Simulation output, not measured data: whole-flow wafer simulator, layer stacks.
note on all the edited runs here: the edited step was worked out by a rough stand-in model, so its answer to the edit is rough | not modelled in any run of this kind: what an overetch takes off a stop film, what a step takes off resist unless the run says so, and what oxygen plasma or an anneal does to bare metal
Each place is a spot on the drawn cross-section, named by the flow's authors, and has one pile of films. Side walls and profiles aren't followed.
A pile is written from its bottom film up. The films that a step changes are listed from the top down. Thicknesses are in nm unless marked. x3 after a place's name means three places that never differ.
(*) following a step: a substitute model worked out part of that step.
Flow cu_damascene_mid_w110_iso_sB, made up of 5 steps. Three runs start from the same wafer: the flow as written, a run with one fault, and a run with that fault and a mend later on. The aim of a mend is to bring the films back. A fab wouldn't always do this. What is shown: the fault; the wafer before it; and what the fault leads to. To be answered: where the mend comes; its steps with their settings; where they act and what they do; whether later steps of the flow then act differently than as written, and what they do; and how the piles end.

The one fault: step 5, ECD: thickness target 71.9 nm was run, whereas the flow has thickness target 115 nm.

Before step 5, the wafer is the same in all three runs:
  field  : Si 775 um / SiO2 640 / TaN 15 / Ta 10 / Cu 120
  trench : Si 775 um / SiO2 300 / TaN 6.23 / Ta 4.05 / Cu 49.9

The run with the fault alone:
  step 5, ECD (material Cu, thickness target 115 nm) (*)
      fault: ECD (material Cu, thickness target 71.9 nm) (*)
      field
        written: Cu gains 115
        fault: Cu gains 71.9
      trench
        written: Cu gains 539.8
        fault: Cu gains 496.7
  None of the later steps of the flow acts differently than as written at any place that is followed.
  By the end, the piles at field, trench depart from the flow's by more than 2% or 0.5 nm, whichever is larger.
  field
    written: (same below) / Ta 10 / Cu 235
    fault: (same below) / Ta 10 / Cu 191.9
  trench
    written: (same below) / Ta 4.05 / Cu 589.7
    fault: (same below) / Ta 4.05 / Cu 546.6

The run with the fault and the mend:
  The mend stands after step 5.
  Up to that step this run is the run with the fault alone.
  step 5a, ECD (material Cu, thickness target 43.1 nm) (the flow's step 5 again, with other settings)
      field, trench
        Cu gains 43.1
  None of the later steps of the flow acts differently than as written at any place that is followed.
  At every place that both follow, the piles at the end match the flow's.
